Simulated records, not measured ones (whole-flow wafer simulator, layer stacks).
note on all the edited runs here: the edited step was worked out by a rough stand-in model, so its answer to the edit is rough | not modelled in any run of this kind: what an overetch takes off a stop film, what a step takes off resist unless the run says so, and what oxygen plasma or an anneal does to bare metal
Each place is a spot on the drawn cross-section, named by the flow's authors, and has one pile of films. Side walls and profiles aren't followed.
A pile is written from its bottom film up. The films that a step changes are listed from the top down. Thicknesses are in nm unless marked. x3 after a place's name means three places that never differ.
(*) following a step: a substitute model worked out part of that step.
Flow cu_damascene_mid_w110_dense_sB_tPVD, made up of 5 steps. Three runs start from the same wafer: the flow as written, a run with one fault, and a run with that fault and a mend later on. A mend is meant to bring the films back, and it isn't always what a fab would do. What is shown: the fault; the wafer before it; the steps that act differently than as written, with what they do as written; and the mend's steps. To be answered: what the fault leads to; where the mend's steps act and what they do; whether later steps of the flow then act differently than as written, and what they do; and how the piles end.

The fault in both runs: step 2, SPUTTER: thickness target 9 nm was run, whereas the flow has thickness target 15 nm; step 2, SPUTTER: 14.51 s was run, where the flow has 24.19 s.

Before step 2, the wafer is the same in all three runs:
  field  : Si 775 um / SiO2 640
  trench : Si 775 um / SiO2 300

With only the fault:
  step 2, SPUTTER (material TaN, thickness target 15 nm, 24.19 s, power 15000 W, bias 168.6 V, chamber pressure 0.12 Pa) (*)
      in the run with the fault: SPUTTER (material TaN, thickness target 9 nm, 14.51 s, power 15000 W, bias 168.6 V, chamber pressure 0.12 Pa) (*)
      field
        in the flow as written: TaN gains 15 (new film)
        in the run with the fault: TaN gains 9 (new film)
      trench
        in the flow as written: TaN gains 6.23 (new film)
        in the run with the fault: TaN gains 3.74 (new film)
  Later steps of the flow that are run all act as written at every place that is followed, up to a difference of at most 2% or 0.5 nm, whichever is larger.
  By the end, the piles at field, trench depart from the flow's by more than 2% or 0.5 nm, whichever is larger.
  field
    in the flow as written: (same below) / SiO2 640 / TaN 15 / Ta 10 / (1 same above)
    in the run with the fault: (same below) / SiO2 640 / TaN 9 / Ta 10 / (1 same above)
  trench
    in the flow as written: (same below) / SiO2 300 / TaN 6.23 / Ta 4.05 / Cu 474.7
    in the run with the fault: (same below) / SiO2 300 / TaN 3.74 / Ta 4.12 / Cu 471.1

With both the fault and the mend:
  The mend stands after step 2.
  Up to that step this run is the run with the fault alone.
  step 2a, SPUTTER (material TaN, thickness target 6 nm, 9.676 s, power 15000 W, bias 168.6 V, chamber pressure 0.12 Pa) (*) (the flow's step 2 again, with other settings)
      field
        TaN gains 6
      trench
        TaN gains 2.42
  Later steps of the flow that are run all act as written at every place that is followed, up to a difference of at most 2% or 0.5 nm, whichever is larger.
  When the end is reached, the piles differ only a little from the flow's at the places that both follow, at most by 2% or 0.5 nm, whichever is larger.
